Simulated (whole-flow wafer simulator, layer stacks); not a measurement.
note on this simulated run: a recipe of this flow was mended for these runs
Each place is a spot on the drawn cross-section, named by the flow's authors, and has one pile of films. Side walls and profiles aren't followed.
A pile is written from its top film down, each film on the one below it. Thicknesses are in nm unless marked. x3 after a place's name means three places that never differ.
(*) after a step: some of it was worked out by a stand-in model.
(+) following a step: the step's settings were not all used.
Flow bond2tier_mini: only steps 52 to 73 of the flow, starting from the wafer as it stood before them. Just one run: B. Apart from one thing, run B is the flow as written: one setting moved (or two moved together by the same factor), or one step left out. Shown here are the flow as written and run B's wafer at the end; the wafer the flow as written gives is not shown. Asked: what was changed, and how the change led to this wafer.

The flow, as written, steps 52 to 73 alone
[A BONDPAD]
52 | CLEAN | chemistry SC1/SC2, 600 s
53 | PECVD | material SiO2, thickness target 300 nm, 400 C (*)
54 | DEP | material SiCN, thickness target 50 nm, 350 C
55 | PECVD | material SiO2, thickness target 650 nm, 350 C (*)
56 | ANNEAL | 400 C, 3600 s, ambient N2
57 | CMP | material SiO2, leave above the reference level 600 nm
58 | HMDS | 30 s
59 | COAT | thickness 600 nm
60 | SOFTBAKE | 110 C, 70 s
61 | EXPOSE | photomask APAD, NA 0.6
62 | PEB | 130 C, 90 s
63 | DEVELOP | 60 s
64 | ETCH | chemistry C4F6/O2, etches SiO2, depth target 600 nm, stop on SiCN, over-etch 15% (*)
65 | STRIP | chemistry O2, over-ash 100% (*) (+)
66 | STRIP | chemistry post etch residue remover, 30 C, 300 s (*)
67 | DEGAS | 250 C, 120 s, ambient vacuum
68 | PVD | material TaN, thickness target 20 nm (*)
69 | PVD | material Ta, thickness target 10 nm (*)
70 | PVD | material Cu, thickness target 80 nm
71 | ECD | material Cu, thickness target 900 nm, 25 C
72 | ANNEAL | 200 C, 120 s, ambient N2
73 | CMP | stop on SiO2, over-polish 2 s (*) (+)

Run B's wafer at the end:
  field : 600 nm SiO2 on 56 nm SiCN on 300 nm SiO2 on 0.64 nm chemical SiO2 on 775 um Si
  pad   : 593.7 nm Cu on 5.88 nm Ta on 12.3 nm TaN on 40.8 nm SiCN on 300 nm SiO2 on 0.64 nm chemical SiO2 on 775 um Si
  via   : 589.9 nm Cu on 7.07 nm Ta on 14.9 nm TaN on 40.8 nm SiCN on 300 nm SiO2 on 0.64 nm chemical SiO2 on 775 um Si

The reason: step 54, DEP: thickness target 56 nm was run, while the flow as written has thickness target 50 nm.
The wafer lets one read it off: field has SiCN 56, and step 54 as written asks for 50 nm.

The path from the change to this, step by step:
  54 | DEP | material SiCN, thickness target 50 nm, 350 C
      field, pad, via: +56 SiCN (new film) (as written it would have been: +50 SiCN (new film))
